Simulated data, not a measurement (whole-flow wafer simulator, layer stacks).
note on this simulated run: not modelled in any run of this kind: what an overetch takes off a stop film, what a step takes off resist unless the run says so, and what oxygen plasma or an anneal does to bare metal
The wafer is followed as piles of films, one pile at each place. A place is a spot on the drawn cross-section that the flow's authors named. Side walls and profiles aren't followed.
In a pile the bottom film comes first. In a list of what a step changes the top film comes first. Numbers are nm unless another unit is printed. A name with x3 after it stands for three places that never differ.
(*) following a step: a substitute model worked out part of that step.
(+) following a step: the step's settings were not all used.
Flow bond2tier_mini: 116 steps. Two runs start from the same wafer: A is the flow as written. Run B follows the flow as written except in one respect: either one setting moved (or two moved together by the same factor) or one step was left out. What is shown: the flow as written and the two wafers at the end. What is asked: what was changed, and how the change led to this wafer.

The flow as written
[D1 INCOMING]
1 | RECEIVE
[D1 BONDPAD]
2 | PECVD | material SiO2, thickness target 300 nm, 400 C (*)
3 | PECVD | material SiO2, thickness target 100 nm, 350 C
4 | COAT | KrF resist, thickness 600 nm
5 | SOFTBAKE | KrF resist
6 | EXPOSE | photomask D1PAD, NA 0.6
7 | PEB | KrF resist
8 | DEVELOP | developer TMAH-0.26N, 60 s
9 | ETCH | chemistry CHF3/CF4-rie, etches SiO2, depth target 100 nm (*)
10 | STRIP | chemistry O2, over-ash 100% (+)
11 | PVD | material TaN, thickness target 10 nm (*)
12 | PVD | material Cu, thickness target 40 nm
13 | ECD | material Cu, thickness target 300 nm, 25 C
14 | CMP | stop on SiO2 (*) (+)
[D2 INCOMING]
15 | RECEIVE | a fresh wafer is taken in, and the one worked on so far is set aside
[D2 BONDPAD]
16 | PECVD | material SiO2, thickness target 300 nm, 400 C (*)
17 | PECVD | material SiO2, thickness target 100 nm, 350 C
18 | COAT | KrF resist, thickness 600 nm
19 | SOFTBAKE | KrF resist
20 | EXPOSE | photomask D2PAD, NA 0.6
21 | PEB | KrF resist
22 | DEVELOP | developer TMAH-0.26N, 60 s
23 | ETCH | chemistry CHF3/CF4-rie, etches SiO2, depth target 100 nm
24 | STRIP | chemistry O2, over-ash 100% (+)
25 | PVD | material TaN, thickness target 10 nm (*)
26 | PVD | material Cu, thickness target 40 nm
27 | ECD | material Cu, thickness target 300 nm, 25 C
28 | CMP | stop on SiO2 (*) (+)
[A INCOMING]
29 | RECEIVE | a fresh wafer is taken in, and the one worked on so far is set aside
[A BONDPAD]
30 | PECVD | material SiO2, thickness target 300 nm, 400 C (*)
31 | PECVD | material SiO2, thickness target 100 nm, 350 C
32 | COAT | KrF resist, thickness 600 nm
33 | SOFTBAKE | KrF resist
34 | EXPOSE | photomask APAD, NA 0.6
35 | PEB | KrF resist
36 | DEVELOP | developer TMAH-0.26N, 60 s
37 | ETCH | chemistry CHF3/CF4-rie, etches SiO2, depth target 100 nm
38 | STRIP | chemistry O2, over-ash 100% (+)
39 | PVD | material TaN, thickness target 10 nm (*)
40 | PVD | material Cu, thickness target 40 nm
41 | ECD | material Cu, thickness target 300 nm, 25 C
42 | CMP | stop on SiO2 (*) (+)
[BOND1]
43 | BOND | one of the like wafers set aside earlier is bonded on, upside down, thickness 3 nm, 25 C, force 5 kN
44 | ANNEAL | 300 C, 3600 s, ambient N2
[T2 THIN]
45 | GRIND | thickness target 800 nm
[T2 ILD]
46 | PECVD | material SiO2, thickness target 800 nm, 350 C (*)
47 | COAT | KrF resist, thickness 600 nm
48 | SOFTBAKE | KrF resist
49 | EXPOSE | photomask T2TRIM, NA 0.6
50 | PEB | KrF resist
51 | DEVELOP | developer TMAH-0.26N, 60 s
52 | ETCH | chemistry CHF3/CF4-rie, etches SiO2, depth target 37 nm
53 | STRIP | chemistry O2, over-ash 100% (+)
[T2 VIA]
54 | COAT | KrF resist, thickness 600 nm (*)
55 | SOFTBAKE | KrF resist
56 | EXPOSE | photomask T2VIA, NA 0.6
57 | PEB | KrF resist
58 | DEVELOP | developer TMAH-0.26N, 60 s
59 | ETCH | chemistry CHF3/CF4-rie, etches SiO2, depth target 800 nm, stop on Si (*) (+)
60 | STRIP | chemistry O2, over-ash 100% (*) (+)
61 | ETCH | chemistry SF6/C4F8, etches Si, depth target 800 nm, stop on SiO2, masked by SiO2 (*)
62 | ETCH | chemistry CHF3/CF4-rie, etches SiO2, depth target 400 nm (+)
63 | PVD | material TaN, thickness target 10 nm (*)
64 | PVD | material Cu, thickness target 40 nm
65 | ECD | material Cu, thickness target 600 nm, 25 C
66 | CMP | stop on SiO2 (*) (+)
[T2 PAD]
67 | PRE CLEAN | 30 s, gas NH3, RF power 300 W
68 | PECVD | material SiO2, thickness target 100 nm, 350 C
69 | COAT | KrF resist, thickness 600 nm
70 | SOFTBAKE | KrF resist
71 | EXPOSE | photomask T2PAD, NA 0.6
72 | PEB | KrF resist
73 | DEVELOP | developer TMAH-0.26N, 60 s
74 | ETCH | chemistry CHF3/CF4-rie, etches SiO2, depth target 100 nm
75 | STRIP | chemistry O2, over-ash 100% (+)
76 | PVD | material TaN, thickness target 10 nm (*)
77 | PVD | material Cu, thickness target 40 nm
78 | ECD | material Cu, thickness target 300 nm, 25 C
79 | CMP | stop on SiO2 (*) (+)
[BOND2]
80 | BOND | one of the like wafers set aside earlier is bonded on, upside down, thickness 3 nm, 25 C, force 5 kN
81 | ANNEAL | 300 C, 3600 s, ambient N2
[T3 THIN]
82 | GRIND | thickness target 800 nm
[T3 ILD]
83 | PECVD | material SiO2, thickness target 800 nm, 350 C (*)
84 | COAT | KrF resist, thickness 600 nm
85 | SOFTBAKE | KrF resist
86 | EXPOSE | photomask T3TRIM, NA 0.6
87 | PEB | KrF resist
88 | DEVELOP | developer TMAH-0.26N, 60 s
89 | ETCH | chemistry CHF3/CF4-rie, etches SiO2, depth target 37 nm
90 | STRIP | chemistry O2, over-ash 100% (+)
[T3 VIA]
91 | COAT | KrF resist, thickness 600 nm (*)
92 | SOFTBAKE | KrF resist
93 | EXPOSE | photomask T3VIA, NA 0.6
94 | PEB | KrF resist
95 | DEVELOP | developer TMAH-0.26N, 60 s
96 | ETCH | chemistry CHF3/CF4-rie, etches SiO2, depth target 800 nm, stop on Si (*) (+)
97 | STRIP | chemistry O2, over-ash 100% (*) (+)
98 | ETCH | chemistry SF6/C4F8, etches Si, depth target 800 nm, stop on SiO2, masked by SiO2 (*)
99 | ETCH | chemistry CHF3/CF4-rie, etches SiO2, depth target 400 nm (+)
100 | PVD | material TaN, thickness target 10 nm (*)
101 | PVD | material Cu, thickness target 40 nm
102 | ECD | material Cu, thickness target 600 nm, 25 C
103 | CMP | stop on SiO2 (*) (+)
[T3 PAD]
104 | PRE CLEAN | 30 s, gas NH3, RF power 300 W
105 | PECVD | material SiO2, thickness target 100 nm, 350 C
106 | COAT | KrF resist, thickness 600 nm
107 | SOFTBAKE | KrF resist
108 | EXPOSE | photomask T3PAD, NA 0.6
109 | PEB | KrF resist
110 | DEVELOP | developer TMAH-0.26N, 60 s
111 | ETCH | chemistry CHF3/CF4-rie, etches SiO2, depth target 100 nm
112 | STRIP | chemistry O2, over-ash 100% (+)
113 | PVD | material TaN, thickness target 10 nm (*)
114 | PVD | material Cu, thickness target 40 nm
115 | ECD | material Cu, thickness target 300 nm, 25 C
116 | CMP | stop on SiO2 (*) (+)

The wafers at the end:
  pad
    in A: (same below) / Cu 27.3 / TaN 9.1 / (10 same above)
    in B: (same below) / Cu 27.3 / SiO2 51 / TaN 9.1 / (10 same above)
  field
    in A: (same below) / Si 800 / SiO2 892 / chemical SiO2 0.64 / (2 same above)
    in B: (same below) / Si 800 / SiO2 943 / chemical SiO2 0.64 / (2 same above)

Cause: step 68, PECVD: thickness target 151 nm was run, whereas the flow has thickness target 100 nm.

The path from the change to this, step by step:
  68 | PECVD | material SiO2, thickness target 100 nm, 350 C
      field: A SiO2 gains 100 | B SiO2 gains 151
      pad: A SiO2 gains 100 (new film) | B SiO2 gains 151 (new film)
  74 | ETCH | chemistry CHF3/CF4-rie, etches SiO2, depth target 100 nm
      pad: A SiO2 loses 100 (all of it) | B SiO2 loses 100
With metal films that touch counted as one body, pad has 4 bodies (between them, from the top down: SiO2 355 / Si 800 / chemical SiO2 0.64 / SiO2 300; SiO2 51; SiO2 355 / Si 800 / chemical SiO2 0.64 / SiO2 300); the flow as written gives 3 bodies (between them, from the top down: SiO2 355 / Si 800 / chemical SiO2 0.64 / SiO2 300; SiO2 355 / Si 800 / chemical SiO2 0.64 / SiO2 300).
